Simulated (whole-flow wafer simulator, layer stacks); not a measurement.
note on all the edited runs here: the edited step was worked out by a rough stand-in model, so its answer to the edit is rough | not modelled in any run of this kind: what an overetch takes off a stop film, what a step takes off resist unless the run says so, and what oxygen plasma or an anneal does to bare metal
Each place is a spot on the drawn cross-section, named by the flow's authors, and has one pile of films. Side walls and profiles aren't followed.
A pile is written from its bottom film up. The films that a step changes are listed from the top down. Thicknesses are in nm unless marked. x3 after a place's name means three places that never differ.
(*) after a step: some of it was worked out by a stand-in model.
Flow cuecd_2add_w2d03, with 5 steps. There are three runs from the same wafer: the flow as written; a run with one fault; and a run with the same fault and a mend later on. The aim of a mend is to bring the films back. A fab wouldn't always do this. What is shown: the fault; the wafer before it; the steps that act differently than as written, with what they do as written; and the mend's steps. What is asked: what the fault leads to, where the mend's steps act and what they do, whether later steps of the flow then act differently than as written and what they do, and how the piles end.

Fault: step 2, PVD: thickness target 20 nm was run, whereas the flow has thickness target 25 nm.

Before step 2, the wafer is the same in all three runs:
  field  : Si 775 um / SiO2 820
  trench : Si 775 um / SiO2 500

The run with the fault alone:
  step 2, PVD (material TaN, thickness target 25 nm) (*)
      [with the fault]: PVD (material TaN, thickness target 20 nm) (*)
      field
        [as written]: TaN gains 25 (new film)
        [with the fault]: TaN gains 20 (new film)
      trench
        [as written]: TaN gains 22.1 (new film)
        [with the fault]: TaN gains 17.7 (new film)
  None of the later steps of the flow differs from how it acts as written, at any place that is followed, by more than 2% or 0.5 nm, whichever is larger.
  At field, trench, the piles at the end differ from the flow's by more than 2% or 0.5 nm, whichever is larger.
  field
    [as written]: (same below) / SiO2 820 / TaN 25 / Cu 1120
    [with the fault]: (same below) / SiO2 820 / TaN 20 / Cu 1120
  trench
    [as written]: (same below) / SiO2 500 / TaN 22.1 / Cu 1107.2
    [with the fault]: (same below) / SiO2 500 / TaN 17.7 / Cu 1107.3

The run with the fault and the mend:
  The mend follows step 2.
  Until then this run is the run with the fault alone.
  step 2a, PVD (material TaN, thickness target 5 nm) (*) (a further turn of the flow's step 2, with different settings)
      field
        TaN gains 5
      trench
        TaN gains 4.41
  None of the later steps of the flow acts differently than as written at any place that is followed.
  The piles end the same as the flow's at every place that both follow.
